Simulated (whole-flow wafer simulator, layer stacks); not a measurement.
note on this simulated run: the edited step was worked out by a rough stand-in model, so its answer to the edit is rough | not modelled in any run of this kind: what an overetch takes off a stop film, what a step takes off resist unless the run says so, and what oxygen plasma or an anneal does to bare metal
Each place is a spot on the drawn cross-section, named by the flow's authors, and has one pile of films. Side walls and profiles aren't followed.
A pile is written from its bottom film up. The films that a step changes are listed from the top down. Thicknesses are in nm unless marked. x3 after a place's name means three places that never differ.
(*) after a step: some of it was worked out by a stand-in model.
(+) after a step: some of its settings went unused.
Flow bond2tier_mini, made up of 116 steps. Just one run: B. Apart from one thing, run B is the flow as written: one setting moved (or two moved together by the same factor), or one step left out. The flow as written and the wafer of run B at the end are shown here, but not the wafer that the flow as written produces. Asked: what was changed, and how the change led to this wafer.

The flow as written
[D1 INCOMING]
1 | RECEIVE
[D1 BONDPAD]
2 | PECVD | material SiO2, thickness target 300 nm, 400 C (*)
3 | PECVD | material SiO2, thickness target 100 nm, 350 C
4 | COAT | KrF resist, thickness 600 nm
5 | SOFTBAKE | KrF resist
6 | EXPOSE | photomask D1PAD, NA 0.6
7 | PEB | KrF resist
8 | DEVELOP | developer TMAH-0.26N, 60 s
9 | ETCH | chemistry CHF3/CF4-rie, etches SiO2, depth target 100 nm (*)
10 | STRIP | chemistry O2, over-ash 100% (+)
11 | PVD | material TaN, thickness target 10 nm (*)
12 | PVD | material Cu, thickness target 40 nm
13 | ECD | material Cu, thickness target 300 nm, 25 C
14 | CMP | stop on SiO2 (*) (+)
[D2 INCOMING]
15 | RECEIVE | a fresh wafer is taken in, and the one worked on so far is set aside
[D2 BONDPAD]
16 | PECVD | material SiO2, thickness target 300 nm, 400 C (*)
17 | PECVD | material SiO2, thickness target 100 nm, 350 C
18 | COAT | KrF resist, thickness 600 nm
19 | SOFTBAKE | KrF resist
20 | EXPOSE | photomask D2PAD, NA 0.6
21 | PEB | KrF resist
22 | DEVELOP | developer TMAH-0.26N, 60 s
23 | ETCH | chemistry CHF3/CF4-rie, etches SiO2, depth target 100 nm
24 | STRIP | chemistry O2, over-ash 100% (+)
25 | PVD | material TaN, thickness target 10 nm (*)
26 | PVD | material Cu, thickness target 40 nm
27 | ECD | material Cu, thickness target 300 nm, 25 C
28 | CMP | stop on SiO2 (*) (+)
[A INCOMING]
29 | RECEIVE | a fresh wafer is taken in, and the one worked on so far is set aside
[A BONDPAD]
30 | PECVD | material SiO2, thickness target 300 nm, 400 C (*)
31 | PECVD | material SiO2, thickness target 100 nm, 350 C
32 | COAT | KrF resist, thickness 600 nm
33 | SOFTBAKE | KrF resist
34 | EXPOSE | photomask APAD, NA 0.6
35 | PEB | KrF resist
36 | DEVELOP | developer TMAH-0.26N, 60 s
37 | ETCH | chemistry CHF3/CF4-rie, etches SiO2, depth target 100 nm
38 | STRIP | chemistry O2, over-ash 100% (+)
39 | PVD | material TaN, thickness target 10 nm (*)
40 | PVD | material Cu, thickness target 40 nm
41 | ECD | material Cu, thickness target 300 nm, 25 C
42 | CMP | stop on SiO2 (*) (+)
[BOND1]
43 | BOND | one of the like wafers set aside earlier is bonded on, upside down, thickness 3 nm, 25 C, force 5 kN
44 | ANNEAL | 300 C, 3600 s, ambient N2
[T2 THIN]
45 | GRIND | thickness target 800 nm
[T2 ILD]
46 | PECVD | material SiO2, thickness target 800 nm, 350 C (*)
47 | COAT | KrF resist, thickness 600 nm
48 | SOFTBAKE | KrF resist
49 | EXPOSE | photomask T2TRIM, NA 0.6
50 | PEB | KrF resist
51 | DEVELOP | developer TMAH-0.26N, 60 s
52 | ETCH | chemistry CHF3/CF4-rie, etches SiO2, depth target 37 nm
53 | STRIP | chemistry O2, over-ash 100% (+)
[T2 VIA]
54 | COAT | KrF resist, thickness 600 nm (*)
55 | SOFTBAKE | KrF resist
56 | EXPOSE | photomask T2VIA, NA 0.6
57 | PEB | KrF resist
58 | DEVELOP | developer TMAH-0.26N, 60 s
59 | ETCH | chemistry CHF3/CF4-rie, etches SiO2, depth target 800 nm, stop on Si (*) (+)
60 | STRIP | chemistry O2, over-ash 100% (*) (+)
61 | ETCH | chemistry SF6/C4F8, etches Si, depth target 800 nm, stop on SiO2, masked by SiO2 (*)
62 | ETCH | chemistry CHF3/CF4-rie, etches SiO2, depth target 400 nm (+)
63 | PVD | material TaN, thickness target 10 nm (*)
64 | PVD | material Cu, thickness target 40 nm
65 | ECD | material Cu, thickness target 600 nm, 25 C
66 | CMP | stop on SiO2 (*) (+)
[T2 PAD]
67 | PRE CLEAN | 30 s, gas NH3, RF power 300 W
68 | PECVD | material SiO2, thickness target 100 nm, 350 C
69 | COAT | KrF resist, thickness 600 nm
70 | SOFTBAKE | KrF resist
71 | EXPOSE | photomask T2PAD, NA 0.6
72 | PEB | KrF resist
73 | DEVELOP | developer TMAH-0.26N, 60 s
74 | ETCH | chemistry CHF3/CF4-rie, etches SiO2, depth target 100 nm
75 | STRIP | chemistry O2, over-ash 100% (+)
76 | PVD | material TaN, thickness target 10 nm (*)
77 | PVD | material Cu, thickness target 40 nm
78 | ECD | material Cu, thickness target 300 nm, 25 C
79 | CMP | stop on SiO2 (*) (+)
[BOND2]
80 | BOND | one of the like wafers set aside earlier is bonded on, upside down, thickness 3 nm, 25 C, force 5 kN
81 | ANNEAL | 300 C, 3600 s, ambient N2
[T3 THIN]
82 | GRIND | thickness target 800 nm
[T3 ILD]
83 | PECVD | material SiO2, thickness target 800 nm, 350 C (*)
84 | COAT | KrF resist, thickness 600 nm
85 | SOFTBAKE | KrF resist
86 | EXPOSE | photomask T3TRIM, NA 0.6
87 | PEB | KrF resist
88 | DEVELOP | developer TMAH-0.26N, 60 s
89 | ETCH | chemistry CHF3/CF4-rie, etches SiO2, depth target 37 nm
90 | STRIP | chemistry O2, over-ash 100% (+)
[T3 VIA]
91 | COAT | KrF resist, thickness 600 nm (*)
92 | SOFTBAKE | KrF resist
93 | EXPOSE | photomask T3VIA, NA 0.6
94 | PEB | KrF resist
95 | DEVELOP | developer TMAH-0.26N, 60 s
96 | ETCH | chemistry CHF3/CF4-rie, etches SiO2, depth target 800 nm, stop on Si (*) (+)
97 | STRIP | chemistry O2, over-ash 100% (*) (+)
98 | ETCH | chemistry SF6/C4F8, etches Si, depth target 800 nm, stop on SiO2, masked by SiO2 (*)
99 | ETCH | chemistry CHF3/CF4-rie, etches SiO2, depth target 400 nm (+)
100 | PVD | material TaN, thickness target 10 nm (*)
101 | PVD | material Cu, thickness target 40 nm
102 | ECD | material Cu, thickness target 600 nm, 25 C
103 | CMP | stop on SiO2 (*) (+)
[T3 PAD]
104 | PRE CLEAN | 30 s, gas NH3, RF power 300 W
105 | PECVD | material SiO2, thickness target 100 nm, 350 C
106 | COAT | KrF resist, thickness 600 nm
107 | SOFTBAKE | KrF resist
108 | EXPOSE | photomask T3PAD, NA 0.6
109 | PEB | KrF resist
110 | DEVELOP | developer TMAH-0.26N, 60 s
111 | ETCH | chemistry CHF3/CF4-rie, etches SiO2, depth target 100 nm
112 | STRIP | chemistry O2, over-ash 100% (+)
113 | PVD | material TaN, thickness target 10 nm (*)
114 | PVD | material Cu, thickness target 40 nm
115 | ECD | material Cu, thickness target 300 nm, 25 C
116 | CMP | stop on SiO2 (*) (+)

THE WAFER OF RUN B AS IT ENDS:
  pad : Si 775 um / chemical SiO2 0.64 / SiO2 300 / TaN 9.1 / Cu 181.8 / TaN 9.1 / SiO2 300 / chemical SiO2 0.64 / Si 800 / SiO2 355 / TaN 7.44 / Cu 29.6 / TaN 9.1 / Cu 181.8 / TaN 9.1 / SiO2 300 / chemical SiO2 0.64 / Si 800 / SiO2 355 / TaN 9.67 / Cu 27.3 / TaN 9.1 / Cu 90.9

The reason: step 63, PVD: thickness target 7.7 nm was run, while the flow as written has thickness target 10 nm.

Step by step, how the change led to this:
  63 | PVD | material TaN, thickness target 10 nm (*)
      field: TaN gains 7.7 (new film) (it would be, as written: TaN gains 10 (new film))
      pad: TaN gains 7.44 (new film) (it would be, as written: TaN gains 9.67 (new film))
  66 | CMP | stop on SiO2 (*) (+)
      field: Cu loses 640 (all of it), TaN loses 7.7 (all of it) (it would be, as written: Cu loses 640 (all of it), TaN loses 10 (all of it))
